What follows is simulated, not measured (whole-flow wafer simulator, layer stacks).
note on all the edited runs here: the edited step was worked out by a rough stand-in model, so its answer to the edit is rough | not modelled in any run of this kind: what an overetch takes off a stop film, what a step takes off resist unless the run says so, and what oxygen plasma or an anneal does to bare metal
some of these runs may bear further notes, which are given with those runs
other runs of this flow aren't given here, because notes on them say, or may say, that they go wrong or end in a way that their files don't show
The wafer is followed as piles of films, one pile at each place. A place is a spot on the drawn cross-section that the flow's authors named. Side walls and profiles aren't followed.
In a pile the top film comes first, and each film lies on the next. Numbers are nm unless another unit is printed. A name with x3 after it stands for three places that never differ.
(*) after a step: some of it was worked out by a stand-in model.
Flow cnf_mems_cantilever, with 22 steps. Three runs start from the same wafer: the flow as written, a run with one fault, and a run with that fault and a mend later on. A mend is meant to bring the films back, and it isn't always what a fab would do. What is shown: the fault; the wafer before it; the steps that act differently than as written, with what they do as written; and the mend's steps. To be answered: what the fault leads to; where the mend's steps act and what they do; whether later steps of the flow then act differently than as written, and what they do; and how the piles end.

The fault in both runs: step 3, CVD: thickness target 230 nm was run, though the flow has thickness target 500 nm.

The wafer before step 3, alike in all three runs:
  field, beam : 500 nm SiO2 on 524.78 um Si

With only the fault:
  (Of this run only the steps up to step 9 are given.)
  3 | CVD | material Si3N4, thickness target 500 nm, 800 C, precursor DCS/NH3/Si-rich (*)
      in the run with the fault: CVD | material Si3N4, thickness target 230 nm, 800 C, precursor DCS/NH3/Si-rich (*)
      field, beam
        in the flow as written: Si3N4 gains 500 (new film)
        in the run with the fault: Si3N4 gains 230 (new film)
  Later steps of the flow up to step 9 that are run all act as written at every place that is followed.
  After step 9, at field, beam, the piles differ from the flow's by more than 2% or 0.5 nm, whichever is larger.
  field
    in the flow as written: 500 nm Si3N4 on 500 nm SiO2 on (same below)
    in the run with the fault: 230 nm Si3N4 on 500 nm SiO2 on (same below)
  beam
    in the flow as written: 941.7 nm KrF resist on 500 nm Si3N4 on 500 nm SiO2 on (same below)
    in the run with the fault: 941.7 nm KrF resist on 230 nm Si3N4 on 500 nm SiO2 on (same below)

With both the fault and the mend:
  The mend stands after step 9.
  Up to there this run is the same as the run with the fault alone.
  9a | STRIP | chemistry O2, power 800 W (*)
      beam
        KrF resist loses 941.7 (all of it)
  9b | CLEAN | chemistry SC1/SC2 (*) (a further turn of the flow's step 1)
      leaves every film unchanged at each place that is followed
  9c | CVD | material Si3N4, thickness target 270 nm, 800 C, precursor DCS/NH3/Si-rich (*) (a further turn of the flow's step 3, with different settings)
      field, beam
        Si3N4 gains 270
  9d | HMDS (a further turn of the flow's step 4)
      leaves every film unchanged at each place that is followed
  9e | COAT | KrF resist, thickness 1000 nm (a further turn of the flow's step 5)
      field, beam
        KrF resist gains 1000 (new film)
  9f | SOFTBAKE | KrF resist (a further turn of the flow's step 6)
      leaves every film unchanged at each place that is followed
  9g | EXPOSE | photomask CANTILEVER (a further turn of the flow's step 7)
      leaves every film unchanged at each place that is followed
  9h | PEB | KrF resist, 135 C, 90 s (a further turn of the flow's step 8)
      field, beam
        KrF resist loses 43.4
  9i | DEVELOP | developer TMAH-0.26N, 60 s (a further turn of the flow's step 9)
      field
        KrF resist loses 956.6 (all of it)
      beam
        KrF resist loses 14.9
  Later steps of the flow that are run all act as written at every place that is followed.
  At every place that both follow, the piles at the end match the flow's.
